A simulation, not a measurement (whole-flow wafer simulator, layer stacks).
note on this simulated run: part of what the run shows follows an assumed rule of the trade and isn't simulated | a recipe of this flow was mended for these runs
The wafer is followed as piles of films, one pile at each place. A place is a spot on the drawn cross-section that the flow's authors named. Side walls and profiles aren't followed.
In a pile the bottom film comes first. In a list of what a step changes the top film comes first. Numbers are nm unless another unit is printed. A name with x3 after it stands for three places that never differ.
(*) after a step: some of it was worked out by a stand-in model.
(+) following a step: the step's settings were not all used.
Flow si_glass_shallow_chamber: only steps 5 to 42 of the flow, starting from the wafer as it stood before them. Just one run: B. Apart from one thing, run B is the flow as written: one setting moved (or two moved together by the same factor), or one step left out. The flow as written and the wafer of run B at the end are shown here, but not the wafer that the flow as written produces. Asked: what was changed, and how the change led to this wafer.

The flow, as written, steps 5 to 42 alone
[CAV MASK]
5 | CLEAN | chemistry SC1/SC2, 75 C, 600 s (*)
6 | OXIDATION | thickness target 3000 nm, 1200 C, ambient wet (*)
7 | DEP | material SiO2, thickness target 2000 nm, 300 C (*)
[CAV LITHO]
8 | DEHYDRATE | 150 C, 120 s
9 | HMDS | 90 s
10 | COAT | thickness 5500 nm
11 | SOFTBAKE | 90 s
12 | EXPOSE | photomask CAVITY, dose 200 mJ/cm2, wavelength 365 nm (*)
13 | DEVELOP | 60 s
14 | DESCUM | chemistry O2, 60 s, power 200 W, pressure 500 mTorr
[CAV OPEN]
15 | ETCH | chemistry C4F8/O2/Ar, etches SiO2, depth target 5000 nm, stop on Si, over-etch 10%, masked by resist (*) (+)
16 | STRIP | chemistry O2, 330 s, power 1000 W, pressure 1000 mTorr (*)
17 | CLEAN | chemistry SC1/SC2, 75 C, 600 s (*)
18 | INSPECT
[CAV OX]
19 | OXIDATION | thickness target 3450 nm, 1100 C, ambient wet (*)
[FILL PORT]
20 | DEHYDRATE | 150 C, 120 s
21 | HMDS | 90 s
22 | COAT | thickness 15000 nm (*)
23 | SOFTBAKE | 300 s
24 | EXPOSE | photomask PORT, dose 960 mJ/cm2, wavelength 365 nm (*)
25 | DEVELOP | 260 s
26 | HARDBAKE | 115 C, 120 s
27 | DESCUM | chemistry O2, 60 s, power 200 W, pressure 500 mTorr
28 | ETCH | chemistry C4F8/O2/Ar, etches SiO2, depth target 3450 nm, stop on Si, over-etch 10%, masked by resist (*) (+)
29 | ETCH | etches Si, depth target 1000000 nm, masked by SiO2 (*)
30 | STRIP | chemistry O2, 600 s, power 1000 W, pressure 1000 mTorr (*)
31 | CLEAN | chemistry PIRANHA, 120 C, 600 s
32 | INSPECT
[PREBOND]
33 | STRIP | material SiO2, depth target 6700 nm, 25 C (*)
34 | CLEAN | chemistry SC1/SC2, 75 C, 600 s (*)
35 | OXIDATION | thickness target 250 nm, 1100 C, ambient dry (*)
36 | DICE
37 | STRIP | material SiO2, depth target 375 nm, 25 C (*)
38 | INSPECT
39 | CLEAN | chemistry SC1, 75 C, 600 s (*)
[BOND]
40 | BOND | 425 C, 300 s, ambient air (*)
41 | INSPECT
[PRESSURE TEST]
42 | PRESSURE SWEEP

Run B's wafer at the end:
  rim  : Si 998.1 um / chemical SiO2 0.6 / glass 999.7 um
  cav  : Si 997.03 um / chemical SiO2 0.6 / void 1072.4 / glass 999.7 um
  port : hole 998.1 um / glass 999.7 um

The reason: step 7, DEP: thickness target 2480 nm was run, though the flow has thickness target 2000 nm; step 17, CLEAN: 744 s was run, where the flow has 600 s.

The path from the change to this, step by step:
  7 | DEP | material SiO2, thickness target 2000 nm, 300 C (*)
      rim, ramp, cav, port, septum, ring: +2480 SiO2 (as written it would have been: +2000 SiO2)
  15 | ETCH | chemistry C4F8/O2/Ar, etches SiO2, depth target 5000 nm, stop on Si, over-etch 10%, masked by resist (*) (+)
      cav, port: -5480 SiO2 (all of it), -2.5 Si (as written it would have been: -5000 SiO2 (all of it), -62.5 Si)
  17 | CLEAN | chemistry SC1/SC2, 75 C, 600 s (*)
      rim, ramp, septum, ring: -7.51 SiO2 (as written it would have been: -6.06 SiO2)
      cav, port: -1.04 chemical SiO2, -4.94 Si (as written it would have been: -1.04 chemical SiO2, -3.77 Si)
  19 | OXIDATION | thickness target 3450 nm, 1100 C, ambient wet (*)
      rim, ramp, septum, ring: +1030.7 SiO2, -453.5 Si (as written it would have been: +1110.9 SiO2, -488.8 Si)
  22 | COAT | thickness 15000 nm (*)
      rim: +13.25 um thick-i-line-resist (new film) (as written it would have been: +13.4 um thick-i-line-resist (new film))
      ramp: +12.69 um thick-i-line-resist (new film) (as written it would have been: +12.89 um thick-i-line-resist (new film))
      (as well as at 4 more places)
  23 | SOFTBAKE | 300 s
      rim: -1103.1 thick-i-line-resist (as written it would have been: -997 thick-i-line-resist)
      ramp: -543.7 thick-i-line-resist (as written it would have been: -487.1 thick-i-line-resist)
      (as well as at 4 more places)
  25 | DEVELOP | 260 s
      port: -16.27 um thick-i-line-resist (all of it) (as written it would have been: -16.16 um thick-i-line-resist (all of it))
  26 | HARDBAKE | 115 C, 120 s
      rim, ramp: -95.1 thick-i-line-resist (as written it would have been: -98.2 thick-i-line-resist)
  29 | ETCH | etches Si, depth target 1000000 nm, masked by SiO2 (*)
      rim, ramp: -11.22 um thick-i-line-resist (all of it), -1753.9 SiO2 (as written it would have been: -11.47 um thick-i-line-resist (all of it), -1617.3 SiO2)
      port: +997.11 um hole (new film), -997.11 um Si (all of it) (as written it would have been: +997.05 um hole (new film), -997.05 um Si (all of it))
      (as well as at 2 more places)
  30 | STRIP | chemistry O2, 600 s, power 1000 W, pressure 1000 mTorr (*)
      cav: -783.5 thick-i-line-resist (all of it) (as written it would have been: -669.6 thick-i-line-resist (all of it))
  33 | STRIP | material SiO2, depth target 6700 nm, 25 C (*)
      rim, ramp: -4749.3 SiO2 (all of it) (as written it would have been: -4487.5 SiO2 (all of it))
      septum: -6118.8 SiO2 (all of it) (as written it would have been: -5732.1 SiO2 (all of it))
      (as well as at 1 more place)
  40 | BOND | 425 C, 300 s, ambient air (*)
      cav: +999.7 um glass (new film), +1072.4 void (new film) (as written it would have been: +999.7 um glass (new film), +1095.9 void (new film))
      port: +999.7 um glass (new film), +993.7 hole (as written it would have been: +999.7 um glass (new film), +1017.3 hole)
